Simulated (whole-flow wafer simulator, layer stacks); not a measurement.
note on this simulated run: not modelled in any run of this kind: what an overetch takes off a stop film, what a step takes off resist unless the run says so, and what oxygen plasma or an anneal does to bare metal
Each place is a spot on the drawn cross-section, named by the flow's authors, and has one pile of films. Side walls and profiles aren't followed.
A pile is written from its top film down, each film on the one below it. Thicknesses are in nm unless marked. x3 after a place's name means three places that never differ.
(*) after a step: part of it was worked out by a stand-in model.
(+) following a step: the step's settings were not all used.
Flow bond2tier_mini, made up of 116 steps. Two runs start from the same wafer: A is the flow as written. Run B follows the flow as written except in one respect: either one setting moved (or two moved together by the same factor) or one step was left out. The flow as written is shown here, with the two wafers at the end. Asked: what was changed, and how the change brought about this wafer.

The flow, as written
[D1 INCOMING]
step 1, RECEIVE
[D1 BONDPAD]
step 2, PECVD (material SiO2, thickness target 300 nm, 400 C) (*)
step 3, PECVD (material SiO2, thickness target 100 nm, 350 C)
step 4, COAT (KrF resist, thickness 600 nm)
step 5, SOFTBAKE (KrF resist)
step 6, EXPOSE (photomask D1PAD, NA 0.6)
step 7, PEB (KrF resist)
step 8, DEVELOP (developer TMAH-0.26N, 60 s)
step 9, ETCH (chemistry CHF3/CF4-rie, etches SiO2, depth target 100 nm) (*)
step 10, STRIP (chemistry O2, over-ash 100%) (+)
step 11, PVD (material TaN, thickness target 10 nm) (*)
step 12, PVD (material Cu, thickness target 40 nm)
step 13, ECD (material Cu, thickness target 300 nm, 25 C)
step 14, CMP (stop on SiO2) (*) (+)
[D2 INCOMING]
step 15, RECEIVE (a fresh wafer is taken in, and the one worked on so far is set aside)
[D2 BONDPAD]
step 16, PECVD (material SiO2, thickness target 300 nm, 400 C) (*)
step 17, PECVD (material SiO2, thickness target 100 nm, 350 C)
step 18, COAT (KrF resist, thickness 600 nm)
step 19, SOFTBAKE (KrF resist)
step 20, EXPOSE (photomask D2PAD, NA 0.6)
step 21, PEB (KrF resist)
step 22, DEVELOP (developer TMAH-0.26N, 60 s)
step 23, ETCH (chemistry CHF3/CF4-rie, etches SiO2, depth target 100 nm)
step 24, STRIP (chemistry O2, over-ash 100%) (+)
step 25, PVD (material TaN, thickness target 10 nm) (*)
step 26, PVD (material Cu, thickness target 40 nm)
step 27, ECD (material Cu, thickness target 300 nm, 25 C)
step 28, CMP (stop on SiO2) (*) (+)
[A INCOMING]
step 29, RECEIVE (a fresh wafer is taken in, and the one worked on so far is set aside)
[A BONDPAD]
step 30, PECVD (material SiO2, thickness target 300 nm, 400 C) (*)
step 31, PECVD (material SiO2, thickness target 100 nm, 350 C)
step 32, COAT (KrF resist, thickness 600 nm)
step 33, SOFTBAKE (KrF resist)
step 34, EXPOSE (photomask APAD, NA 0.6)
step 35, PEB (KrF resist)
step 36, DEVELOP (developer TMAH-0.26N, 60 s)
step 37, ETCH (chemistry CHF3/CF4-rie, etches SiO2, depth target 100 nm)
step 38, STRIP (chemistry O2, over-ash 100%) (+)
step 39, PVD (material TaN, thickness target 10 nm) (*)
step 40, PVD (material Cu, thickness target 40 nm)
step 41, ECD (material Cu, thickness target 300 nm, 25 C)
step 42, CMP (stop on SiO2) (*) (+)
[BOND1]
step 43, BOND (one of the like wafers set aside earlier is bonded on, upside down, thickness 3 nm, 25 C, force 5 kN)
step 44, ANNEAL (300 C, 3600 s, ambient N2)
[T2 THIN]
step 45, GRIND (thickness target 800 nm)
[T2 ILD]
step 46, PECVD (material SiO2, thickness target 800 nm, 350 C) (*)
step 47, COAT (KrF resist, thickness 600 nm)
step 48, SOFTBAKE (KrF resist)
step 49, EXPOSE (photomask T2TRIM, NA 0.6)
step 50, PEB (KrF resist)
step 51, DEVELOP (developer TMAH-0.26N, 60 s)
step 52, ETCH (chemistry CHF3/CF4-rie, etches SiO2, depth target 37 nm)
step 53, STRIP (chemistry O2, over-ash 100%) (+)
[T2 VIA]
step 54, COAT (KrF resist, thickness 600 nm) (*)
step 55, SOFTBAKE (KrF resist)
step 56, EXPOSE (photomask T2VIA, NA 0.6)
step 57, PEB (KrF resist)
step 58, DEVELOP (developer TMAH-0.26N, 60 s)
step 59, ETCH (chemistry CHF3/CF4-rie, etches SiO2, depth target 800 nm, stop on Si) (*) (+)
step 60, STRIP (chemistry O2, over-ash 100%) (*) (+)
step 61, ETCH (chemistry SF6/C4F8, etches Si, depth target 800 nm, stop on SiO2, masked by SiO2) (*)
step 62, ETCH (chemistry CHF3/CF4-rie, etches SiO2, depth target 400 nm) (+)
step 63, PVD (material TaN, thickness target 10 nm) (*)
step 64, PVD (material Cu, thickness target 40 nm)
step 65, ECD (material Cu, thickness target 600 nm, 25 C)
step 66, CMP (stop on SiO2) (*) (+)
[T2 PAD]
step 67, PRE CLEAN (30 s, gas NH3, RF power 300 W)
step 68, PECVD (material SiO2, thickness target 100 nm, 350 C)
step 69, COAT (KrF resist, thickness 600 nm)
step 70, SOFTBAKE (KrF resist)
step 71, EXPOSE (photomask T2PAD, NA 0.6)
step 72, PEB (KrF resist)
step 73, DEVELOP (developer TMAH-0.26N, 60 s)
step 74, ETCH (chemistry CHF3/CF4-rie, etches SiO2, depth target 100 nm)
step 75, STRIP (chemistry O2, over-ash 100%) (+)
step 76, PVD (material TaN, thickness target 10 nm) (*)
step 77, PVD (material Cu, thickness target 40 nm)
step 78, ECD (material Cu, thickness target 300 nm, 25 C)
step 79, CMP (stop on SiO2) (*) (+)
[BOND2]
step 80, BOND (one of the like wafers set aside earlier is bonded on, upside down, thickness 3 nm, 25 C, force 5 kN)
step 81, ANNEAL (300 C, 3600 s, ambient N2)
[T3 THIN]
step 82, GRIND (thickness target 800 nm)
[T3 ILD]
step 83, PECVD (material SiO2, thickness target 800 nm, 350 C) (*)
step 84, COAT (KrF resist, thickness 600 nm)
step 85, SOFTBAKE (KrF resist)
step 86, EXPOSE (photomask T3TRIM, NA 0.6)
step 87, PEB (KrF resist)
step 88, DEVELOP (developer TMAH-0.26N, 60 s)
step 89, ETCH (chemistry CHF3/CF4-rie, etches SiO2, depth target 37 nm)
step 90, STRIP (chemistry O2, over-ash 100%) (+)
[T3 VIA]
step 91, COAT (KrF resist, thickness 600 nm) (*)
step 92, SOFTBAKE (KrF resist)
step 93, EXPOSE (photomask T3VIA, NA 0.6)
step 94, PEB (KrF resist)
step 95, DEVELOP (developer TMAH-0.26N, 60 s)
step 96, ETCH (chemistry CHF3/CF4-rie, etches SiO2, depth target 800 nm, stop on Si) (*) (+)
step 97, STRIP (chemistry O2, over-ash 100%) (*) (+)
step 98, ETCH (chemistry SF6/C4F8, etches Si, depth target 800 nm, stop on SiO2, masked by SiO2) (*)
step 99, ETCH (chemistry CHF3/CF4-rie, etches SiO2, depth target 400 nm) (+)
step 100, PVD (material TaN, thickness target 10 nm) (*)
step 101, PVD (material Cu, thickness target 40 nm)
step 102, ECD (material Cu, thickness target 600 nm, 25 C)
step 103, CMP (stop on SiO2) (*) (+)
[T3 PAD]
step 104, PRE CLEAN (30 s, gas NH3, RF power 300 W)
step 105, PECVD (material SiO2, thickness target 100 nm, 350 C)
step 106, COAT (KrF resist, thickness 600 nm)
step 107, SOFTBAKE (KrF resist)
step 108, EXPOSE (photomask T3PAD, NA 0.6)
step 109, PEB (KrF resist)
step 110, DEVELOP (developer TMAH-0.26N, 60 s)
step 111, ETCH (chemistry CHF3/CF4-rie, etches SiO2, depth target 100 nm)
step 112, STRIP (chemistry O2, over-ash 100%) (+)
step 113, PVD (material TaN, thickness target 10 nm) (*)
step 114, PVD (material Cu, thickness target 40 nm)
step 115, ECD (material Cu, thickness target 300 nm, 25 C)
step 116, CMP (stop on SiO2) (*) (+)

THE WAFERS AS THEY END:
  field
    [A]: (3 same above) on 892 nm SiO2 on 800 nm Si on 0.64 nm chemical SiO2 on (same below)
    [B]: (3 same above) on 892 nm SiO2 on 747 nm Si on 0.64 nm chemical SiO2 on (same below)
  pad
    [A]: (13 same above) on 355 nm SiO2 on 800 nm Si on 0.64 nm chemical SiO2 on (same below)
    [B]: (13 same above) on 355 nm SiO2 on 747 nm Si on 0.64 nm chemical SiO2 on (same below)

What caused this: step 45, GRIND: thickness target 747 nm was run, while the flow as written has thickness target 800 nm.
The wafer lets one read it off: field has Si 747, and step 45 as written asks for 800 nm.

Step by step, how the change led to this:
  step 45, GRIND (thickness target 800 nm)
      field, pad, via: A Si loses 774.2 um | B Si loses 774.25 um
